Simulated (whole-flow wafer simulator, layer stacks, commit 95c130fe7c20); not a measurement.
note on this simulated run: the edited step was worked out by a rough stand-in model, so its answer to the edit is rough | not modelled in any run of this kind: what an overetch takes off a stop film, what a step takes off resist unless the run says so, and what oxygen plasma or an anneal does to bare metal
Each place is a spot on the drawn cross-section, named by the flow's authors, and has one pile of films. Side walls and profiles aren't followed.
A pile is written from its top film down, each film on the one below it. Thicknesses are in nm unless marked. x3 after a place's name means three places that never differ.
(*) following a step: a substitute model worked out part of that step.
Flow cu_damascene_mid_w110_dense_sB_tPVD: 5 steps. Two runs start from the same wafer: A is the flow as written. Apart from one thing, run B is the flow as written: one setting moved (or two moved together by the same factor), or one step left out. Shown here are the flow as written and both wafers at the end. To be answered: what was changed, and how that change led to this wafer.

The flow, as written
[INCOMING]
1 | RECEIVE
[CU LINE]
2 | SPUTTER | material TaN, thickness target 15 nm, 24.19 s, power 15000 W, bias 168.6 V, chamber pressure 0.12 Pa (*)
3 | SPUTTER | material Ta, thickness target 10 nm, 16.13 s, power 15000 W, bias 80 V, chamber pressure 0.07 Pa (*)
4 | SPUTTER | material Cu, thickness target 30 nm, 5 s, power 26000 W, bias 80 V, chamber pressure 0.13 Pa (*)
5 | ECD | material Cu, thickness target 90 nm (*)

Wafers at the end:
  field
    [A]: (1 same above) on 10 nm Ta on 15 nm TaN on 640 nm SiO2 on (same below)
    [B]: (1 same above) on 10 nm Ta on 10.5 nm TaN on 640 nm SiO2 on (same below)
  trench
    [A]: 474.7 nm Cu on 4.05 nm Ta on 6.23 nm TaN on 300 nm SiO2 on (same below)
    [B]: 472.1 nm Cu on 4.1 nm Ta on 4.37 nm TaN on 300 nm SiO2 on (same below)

The reason: step 2, SPUTTER: power 10540 W was run, while the flow as written has power 15000 W.

How this came from the change, step by step:
  2 | SPUTTER | material TaN, thickness target 15 nm, 24.19 s, power 15000 W, bias 168.6 V, chamber pressure 0.12 Pa (*)
      field: A TaN gains 15 (new film) | B TaN gains 10.5 (new film)
      trench: A TaN gains 6.23 (new film) | B TaN gains 4.37 (new film)
